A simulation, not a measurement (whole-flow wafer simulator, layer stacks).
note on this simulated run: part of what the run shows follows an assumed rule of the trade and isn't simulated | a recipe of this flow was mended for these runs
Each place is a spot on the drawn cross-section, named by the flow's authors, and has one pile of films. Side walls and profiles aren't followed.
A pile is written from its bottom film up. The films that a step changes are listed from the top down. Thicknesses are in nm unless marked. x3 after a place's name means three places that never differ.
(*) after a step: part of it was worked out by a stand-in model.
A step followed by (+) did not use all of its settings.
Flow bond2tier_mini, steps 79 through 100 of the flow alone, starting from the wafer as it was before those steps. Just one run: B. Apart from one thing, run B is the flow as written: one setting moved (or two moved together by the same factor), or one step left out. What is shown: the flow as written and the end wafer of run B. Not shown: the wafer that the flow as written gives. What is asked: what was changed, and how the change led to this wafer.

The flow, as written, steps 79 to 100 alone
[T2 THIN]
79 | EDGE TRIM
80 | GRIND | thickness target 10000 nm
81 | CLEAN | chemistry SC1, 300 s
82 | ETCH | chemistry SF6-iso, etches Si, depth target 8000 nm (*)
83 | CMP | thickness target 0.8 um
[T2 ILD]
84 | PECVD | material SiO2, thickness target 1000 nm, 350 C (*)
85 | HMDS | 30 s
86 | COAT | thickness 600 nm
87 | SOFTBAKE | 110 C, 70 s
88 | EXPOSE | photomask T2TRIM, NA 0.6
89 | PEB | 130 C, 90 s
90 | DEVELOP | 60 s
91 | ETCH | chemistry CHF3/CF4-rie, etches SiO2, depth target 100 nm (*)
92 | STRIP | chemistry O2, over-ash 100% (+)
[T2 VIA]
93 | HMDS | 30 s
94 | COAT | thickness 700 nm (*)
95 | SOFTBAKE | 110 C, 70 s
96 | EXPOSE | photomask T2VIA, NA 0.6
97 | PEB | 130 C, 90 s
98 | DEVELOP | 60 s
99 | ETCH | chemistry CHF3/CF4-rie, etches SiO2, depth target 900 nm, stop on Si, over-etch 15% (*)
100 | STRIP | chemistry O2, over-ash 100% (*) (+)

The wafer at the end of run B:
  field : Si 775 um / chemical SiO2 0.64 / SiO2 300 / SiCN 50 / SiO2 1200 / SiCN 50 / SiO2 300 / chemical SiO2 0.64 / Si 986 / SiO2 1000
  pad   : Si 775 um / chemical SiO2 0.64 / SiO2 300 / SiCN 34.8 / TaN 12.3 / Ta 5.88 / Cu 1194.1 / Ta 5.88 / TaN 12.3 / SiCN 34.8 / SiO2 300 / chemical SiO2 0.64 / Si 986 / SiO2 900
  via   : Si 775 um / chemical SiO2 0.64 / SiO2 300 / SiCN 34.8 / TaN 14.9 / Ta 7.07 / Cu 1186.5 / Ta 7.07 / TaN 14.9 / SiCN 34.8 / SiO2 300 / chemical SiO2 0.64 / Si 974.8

Cause: step 83, CMP: thickness target 0.986 um was run, whereas the flow has thickness target 0.8 um.

Step by step, how the change led to this:
  83 | CMP | thickness target 0.8 um
      field, pad, via: -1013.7 Si (as written it would have been: -1199.7 Si)
